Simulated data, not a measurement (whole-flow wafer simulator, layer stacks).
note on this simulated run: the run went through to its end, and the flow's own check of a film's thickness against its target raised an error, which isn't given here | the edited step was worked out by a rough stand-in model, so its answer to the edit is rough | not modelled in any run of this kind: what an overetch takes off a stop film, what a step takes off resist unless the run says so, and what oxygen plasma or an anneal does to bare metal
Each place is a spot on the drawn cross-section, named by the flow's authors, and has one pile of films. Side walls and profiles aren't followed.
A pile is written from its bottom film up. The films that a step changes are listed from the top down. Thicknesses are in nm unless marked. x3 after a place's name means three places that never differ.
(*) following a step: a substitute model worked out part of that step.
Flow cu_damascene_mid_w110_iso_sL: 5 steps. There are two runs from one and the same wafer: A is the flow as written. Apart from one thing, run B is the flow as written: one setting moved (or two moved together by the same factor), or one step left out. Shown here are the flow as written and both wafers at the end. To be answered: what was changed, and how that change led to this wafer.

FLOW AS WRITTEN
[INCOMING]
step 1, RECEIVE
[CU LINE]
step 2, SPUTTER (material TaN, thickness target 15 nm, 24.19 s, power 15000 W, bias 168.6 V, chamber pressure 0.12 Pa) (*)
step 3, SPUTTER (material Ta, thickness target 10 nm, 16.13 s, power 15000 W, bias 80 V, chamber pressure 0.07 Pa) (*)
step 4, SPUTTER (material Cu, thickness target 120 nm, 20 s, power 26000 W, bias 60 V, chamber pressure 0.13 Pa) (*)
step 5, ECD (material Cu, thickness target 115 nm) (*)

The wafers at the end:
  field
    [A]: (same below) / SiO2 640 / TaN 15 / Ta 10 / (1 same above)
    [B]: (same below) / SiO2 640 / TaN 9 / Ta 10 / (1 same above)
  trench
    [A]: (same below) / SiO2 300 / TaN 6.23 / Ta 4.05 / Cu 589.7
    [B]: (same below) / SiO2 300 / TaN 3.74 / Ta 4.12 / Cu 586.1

The reason: step 2, SPUTTER: 14.51 s was run, whereas the flow has 24.19 s.

Step by step, how the change led to this:
  step 2, SPUTTER (material TaN, thickness target 15 nm, 24.19 s, power 15000 W, bias 168.6 V, chamber pressure 0.12 Pa) (*)
      field: A TaN gains 15 (new film) | B TaN gains 9 (new film)
      trench: A TaN gains 6.23 (new film) | B TaN gains 3.74 (new film)
